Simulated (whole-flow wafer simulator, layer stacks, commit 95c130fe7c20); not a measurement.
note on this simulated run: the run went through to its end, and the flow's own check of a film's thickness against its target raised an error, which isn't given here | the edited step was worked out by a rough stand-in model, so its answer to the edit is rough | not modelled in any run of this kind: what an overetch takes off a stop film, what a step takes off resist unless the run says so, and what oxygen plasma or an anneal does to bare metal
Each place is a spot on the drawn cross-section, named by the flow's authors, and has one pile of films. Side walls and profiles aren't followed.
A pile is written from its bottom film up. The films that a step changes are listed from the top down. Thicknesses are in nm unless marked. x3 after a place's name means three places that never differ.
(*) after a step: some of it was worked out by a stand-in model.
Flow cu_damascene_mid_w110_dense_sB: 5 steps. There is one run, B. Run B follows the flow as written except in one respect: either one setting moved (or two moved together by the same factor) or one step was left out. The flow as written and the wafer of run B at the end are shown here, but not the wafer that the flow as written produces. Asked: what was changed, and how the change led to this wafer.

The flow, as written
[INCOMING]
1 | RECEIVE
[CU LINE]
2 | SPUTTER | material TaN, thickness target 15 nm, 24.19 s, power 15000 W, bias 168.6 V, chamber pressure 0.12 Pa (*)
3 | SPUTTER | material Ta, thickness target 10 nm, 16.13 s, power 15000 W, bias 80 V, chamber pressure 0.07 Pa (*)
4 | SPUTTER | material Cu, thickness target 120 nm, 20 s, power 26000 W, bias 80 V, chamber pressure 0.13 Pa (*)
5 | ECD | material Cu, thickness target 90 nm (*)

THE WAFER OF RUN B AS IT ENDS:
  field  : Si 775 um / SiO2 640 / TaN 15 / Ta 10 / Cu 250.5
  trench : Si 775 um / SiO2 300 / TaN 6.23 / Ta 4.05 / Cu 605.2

The reason: step 5, ECD: thickness target 130.5 nm was run, though the flow has thickness target 90 nm.

The path from the change to this, step by step:
  5 | ECD | material Cu, thickness target 90 nm (*)
      field: +130.5 Cu (as written it would have been: +90 Cu)
      trench: +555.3 Cu (as written it would have been: +514.8 Cu)
